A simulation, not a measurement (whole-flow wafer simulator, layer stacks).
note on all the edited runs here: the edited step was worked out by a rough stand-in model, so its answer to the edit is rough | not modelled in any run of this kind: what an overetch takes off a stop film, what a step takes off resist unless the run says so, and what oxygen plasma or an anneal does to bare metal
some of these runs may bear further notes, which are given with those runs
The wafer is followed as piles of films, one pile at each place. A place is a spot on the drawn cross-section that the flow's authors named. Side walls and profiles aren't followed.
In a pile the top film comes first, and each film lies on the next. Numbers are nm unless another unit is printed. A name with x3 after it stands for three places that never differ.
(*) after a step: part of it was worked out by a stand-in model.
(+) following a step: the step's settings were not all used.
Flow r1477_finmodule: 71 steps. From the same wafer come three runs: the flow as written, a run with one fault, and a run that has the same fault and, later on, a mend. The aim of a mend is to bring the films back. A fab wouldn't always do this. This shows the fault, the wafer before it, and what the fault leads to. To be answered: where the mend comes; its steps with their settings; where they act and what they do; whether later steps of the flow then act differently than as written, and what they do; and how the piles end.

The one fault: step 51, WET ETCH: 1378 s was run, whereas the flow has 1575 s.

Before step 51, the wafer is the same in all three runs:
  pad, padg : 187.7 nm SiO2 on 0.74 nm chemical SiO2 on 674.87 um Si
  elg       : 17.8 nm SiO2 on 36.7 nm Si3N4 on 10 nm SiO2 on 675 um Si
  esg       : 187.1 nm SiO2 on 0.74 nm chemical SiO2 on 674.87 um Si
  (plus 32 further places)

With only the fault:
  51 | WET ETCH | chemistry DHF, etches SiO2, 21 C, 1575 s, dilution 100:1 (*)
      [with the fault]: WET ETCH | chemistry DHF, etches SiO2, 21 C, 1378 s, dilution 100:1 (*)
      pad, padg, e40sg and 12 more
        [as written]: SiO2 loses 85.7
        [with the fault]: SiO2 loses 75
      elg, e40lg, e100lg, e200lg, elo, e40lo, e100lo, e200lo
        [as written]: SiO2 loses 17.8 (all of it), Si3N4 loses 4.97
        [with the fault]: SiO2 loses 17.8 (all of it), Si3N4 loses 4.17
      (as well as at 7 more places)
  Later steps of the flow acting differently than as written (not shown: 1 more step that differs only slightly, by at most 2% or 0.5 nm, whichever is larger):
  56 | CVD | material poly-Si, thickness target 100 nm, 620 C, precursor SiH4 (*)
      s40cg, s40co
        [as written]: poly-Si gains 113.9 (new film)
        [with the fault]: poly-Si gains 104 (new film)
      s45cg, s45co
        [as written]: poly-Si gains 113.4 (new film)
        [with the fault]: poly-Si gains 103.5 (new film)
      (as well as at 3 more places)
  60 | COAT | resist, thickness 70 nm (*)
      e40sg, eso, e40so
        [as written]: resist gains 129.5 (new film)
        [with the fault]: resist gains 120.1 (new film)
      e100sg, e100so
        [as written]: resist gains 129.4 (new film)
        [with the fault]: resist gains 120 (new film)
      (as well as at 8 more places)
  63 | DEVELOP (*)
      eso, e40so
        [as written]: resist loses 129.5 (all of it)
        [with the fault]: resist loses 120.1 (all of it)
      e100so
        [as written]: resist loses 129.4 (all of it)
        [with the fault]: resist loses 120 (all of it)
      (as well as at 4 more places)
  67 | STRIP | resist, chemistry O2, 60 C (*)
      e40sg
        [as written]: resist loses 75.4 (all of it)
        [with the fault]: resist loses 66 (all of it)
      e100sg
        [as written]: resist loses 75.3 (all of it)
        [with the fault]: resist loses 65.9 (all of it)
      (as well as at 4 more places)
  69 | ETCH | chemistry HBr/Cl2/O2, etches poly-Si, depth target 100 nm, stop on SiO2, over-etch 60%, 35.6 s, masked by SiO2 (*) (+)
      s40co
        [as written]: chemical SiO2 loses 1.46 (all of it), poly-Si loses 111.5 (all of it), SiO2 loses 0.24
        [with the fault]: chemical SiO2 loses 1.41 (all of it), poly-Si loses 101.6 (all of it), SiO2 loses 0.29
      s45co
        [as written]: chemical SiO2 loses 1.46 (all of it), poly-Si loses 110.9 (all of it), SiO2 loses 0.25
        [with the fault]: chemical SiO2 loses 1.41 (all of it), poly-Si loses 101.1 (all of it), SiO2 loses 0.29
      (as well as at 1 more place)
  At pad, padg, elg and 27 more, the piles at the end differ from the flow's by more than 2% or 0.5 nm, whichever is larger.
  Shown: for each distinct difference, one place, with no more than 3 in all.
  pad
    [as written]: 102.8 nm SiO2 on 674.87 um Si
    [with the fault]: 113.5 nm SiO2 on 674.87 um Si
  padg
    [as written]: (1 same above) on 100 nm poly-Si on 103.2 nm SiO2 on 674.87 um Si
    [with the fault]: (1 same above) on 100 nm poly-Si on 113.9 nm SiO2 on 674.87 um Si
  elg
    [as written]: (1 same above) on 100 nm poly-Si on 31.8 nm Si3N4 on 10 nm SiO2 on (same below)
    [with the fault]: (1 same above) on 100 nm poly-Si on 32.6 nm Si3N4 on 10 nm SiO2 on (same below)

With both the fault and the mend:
  After step 51 comes the mend.
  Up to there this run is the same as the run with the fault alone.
  51a | WET ETCH | chemistry DHF, etches SiO2, 21 C, 197 s, dilution 100:1 (*) (the flow's step 51, run once more with other settings)
      pad, padg, e40sg and 12 more
        SiO2 loses 10.7
      elg, e40lg, e100lg, e200lg, elo, e40lo, e100lo, e200lo
        Si3N4 loses 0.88
      esg, s40cg, s45cg, s50cg, s40co, s45co, s50co
        SiO2 loses 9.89
  Later steps of the flow that are run all act as written at every place that is followed, up to a difference of at most 2% or 0.5 nm, whichever is larger.
  When the end is reached, the piles differ only a little from the flow's at the places that both follow, at most by 2% or 0.5 nm, whichever is larger.
